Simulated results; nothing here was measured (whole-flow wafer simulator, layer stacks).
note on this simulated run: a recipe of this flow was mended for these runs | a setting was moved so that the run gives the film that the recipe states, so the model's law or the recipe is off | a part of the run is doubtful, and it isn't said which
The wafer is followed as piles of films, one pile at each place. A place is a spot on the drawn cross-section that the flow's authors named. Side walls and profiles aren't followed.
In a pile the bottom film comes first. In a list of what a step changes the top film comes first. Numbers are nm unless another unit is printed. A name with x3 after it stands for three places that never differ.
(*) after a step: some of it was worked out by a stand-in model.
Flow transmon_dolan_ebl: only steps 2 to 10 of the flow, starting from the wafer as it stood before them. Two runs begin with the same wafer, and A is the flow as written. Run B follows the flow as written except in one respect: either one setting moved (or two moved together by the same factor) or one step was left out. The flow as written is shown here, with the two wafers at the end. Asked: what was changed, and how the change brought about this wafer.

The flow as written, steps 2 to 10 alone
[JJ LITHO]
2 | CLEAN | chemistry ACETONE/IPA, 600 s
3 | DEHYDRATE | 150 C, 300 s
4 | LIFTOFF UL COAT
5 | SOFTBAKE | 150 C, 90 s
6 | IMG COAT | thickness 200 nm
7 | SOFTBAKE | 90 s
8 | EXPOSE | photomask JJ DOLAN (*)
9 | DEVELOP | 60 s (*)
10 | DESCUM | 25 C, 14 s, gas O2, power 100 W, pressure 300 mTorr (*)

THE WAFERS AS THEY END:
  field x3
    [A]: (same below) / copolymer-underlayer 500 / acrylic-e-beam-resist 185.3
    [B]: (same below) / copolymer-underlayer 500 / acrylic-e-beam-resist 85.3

The reason: step 6, IMG COAT: thickness 100 nm was run, while the flow as written has thickness 200 nm.

How this came from the change, step by step:
  6 | IMG COAT | thickness 200 nm
      field x3, jj_line: A +200 acrylic-e-beam-resist (new film) | B +100 acrylic-e-beam-resist (new film)
  9 | DEVELOP | 60 s (*)
      jj_line: A -200 acrylic-e-beam-resist (all of it), -500 copolymer-underlayer (all of it) | B -100 acrylic-e-beam-resist (all of it), -500 copolymer-underlayer (all of it)
